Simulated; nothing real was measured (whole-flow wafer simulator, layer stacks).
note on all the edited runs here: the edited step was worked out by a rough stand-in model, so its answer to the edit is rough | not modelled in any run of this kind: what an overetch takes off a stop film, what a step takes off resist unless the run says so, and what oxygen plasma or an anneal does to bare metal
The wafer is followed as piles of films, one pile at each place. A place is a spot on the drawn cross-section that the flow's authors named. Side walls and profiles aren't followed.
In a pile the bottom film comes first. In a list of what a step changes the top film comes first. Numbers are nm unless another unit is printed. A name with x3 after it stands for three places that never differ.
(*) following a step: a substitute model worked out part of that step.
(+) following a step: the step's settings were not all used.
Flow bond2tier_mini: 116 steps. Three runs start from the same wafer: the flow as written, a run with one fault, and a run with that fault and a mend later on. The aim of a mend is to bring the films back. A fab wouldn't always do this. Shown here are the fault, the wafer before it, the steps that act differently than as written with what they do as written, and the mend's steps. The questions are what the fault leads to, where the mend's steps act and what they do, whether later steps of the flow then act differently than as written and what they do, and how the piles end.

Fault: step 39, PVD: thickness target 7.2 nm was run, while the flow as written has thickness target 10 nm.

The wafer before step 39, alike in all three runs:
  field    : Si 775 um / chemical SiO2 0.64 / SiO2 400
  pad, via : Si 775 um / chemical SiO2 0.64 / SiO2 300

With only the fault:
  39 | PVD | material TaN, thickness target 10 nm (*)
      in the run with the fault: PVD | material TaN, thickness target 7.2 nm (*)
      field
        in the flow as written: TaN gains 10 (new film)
        in the run with the fault: TaN gains 7.2 (new film)
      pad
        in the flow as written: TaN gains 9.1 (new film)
        in the run with the fault: TaN gains 6.55 (new film)
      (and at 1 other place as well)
  Steps further on in the flow that do not act as written (not shown: 1 more step that differs only slightly, by at most 2% or 0.5 nm, whichever is larger):
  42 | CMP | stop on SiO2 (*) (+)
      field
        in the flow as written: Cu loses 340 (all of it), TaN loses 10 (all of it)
        in the run with the fault: Cu loses 340 (all of it), TaN loses 7.2 (all of it)
  By the end, the piles at pad depart from the flow's by more than 2% or 0.5 nm, whichever is larger.
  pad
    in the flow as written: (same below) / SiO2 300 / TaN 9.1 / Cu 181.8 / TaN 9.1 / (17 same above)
    in the run with the fault: (same below) / SiO2 300 / TaN 6.55 / Cu 184.3 / TaN 9.1 / (17 same above)

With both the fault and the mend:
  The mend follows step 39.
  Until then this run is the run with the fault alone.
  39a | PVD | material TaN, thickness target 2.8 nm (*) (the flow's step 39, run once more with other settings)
      field
        TaN gains 2.8
      pad
        TaN gains 2.55
      via
        TaN gains 2.79
  None of the later steps of the flow acts differently than as written at any place that is followed.
  At every place that both follow, the piles at the end match the flow's.
